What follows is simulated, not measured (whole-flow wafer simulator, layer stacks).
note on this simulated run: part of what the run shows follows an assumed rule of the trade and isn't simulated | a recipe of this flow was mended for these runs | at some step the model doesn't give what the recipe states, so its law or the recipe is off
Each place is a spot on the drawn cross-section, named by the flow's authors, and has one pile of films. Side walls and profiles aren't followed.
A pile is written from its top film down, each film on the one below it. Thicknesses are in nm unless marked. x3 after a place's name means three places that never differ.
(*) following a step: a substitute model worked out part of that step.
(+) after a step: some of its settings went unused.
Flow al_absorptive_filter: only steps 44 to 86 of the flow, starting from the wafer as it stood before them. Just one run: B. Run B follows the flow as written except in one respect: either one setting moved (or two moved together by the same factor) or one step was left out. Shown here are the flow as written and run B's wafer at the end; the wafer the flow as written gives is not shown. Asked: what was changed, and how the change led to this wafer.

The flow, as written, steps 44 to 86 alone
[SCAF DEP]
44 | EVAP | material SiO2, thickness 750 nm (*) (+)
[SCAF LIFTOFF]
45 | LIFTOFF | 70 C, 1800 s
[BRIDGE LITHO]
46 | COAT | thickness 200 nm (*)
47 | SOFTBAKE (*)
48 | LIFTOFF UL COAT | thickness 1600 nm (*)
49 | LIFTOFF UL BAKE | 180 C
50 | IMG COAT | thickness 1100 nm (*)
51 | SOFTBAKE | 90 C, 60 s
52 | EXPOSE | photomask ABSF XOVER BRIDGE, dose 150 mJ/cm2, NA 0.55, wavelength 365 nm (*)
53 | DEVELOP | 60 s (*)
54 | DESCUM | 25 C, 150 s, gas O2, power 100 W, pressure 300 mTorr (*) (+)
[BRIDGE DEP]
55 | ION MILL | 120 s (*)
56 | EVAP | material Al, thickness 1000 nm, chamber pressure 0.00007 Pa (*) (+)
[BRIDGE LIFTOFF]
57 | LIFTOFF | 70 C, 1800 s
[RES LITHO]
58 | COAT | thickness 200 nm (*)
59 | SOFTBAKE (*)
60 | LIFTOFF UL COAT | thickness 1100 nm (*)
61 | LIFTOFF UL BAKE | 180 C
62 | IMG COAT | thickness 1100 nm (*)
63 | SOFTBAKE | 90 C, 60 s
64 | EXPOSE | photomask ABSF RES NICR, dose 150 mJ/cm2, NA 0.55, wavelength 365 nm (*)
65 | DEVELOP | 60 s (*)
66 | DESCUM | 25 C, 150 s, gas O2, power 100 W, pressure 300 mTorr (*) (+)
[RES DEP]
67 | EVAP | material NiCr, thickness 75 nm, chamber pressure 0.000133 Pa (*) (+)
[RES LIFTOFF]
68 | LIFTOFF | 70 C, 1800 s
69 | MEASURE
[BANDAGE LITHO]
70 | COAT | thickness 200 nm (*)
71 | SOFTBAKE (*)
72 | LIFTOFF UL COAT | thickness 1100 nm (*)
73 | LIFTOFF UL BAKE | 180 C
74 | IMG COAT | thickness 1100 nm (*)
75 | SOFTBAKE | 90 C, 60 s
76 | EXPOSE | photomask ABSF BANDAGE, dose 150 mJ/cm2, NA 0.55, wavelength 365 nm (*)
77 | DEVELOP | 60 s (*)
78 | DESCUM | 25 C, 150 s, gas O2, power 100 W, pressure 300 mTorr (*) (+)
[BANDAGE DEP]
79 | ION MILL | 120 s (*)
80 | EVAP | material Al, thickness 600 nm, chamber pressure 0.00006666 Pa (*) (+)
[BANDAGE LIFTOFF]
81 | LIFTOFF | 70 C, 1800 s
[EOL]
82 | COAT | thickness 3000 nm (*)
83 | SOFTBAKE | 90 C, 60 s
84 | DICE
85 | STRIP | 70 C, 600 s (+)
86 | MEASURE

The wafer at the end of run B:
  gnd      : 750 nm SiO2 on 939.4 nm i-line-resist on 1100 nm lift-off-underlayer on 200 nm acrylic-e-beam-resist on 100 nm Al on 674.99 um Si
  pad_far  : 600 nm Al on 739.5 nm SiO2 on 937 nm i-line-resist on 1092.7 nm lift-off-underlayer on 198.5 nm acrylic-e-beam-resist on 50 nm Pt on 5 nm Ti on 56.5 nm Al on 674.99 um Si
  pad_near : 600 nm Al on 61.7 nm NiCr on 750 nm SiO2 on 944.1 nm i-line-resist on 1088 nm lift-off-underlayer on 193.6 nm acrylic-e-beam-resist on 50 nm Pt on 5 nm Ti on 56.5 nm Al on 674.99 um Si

The reason: step 45, LIFTOFF: 70 C, 1800 s, was skipped.

The path from the change to this, step by step:
  46 | COAT | thickness 200 nm (*)
      pad_near: +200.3 acrylic-e-beam-resist (new film) (as written it would have been: +193.6 acrylic-e-beam-resist (new film))
      ledge: +200.6 acrylic-e-beam-resist (new film) (as written it would have been: +169.8 acrylic-e-beam-resist (new film))
      (as well as at 8 more places)
  48 | LIFTOFF UL COAT | thickness 1600 nm (*)
      res: +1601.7 lift-off-underlayer (new film) (as written it would have been: +1653.2 lift-off-underlayer (new film))
      xa_margin: +2431.9 lift-off-underlayer (new film) (as written it would have been: +1268 lift-off-underlayer (new film))
      (as well as at 4 more places)
  50 | IMG COAT | thickness 1100 nm (*)
      xa_margin: +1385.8 i-line-resist (new film) (as written it would have been: +995.2 i-line-resist (new film))
      xa_strip: +1511.8 i-line-resist (new film) (as written it would have been: +962 i-line-resist (new film))
      (as well as at 3 more places)
  51 | SOFTBAKE | 90 C, 60 s
      xa_strip: +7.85 i-line-resist (as written it would have been: -1.93 i-line-resist)
      xl_land: -2.38 i-line-resist (as written it would have been: +0.73 i-line-resist)
      (as well as at 1 more place)
  53 | DEVELOP | 60 s (*)
      xa_strip: -1519.6 i-line-resist (all of it), -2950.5 lift-off-underlayer (all of it) (as written it would have been: -960.1 i-line-resist (all of it), -1219 lift-off-underlayer (all of it))
      xl_land: -1049.6 i-line-resist (all of it), -1307.2 lift-off-underlayer (all of it) (as written it would have been: -1117.3 i-line-resist (all of it), -1706.9 lift-off-underlayer (all of it))
      (as well as at 2 more places)
  54 | DESCUM | 25 C, 150 s, gas O2, power 100 W, pressure 300 mTorr (*) (+)
      gnd, pad_far, pad_near and 7 more: -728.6 i-line-resist (as written it would have been: -131.1 i-line-resist)
      xa_strip: -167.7 acrylic-e-beam-resist (all of it) (as written it would have been: -156.7 acrylic-e-beam-resist (all of it))
      (as well as at 3 more places)
  55 | ION MILL | 120 s (*)
      xl_land: -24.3 SiO2 (as written it would have been: -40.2 Al)
  56 | EVAP | material Al, thickness 1000 nm, chamber pressure 0.00007 Pa (*) (+)
      xl_land: +1000 Al (new film) (as written it would have been: +1000 Al)
      xl_gap: +966.4 Al (new film) (as written it would have been: +1000 Al (new film))
  57 | LIFTOFF | 70 C, 1800 s
      gnd, xa_field, idc_field: -1000 Al (all of it), -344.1 i-line-resist (all of it), -1600 lift-off-underlayer (all of it), -200 acrylic-e-beam-resist (all of it) (as written it would have been: -1000 Al (all of it), -941.6 i-line-resist (all of it), -1600 lift-off-underlayer (all of it), -200 acrylic-e-beam-resist (all of it))
      pad_far: -1000 Al (all of it), -344.2 i-line-resist (all of it), -1599.5 lift-off-underlayer (all of it), -199.8 acrylic-e-beam-resist (all of it) (as written it would have been: -1000 Al (all of it), -940.5 i-line-resist (all of it), -1591.1 lift-off-underlayer (all of it), -198.5 acrylic-e-beam-resist (all of it))
      (as well as at 6 more places)
  58 | COAT | thickness 200 nm (*)
      pad_near: +200.3 acrylic-e-beam-resist (new film) (as written it would have been: +193.6 acrylic-e-beam-resist (new film))
      ledge: +200.6 acrylic-e-beam-resist (new film) (as written it would have been: +169.8 acrylic-e-beam-resist (new film))
      (as well as at 7 more places)
  60 | LIFTOFF UL COAT | thickness 1100 nm (*)
      res: +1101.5 lift-off-underlayer (new film) (as written it would have been: +1148.2 lift-off-underlayer (new film))
      xa_margin: +1688.8 lift-off-underlayer (new film) (as written it would have been: +1021 lift-off-underlayer (new film))
      (as well as at 3 more places)
  62 | IMG COAT | thickness 1100 nm (*)
      xa_margin: +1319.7 i-line-resist (new film) (as written it would have been: +741.1 i-line-resist (new film))
      xa_strip: +1435.2 i-line-resist (new film) (as written it would have been: +577.9 i-line-resist (new film))
      (as well as at 2 more places)
  63 | SOFTBAKE | 90 C, 60 s
      xa_strip: +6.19 i-line-resist (as written it would have been: -4.64 i-line-resist)
      xl_turn: +10.5 i-line-resist (as written it would have been: -2.67 i-line-resist)
      (as well as at 1 more place)
  65 | DEVELOP | 60 s (*)
      res: -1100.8 i-line-resist (all of it), -1101.5 lift-off-underlayer (all of it) (as written it would have been: -1116.9 i-line-resist (all of it), -1148.2 lift-off-underlayer (all of it))
  66 | DESCUM | 25 C, 150 s, gas O2, power 100 W, pressure 300 mTorr (*) (+)
      gnd, pad_far, xa_field and 8 more: -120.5 i-line-resist (as written it would have been: -138.9 i-line-resist)
      pad_near: -200.3 acrylic-e-beam-resist (all of it) (as written it would have been: -193.6 acrylic-e-beam-resist (all of it))
      (as well as at 2 more places)
  68 | LIFTOFF | 70 C, 1800 s
      pad_far: -75 NiCr (all of it), -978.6 i-line-resist (all of it), -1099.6 lift-off-underlayer (all of it), -199.8 acrylic-e-beam-resist (all of it) (as written it would have been: -75 NiCr (all of it), -957.7 i-line-resist (all of it), -1092.7 lift-off-underlayer (all of it), -198.5 acrylic-e-beam-resist (all of it))
      xa_margin: -75 NiCr (all of it), -1198.1 i-line-resist (all of it), -1688.8 lift-off-underlayer (all of it), -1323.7 acrylic-e-beam-resist (all of it) (as written it would have been: -75 NiCr (all of it), -598.1 i-line-resist (all of it), -1021 lift-off-underlayer (all of it), -288.1 acrylic-e-beam-resist (all of it))
      (as well as at 5 more places)
  ... 9 other steps ...
  85 | STRIP | 70 C, 600 s (+)
      res: -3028 i-line-resist (all of it) (as written it would have been: -3121.6 i-line-resist (all of it))
      xa_margin: -5084.4 i-line-resist (all of it) (as written it would have been: -2469.3 i-line-resist (all of it))
      (as well as at 4 more places)
Taking metal films that touch as one body, pad_far has 2 bodies (between them, from the top down: SiO2 739.5 / i-line-resist 937 / lift-off-underlayer 1092.7 / acrylic-e-beam-resist 198.5); the flow as written gives 1 body.
